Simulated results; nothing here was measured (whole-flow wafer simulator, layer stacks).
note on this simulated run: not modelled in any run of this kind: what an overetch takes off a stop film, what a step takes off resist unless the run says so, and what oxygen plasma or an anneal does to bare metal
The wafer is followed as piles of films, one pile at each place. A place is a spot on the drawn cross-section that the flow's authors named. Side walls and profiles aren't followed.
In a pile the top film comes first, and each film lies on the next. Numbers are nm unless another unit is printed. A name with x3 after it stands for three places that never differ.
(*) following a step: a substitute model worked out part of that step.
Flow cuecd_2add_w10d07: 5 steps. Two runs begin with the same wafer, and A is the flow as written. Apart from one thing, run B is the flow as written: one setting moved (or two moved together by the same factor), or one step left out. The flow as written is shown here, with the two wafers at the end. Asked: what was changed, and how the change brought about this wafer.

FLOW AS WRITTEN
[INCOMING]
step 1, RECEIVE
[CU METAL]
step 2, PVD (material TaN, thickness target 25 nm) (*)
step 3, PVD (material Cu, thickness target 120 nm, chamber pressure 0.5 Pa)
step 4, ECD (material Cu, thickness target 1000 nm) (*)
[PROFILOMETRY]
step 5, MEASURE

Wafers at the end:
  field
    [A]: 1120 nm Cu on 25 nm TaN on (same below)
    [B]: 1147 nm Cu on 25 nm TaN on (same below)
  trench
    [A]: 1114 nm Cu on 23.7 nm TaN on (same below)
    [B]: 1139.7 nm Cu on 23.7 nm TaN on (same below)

What caused this: step 3, PVD: thickness target 147 nm was run, whereas the flow has thickness target 120 nm.

Step by step, how the change led to this:
  step 3, PVD (material Cu, thickness target 120 nm, chamber pressure 0.5 Pa)
      field: A Cu gains 120 (new film) | B Cu gains 147 (new film)
      trench: A Cu gains 114 (new film) | B Cu gains 139.7 (new film)
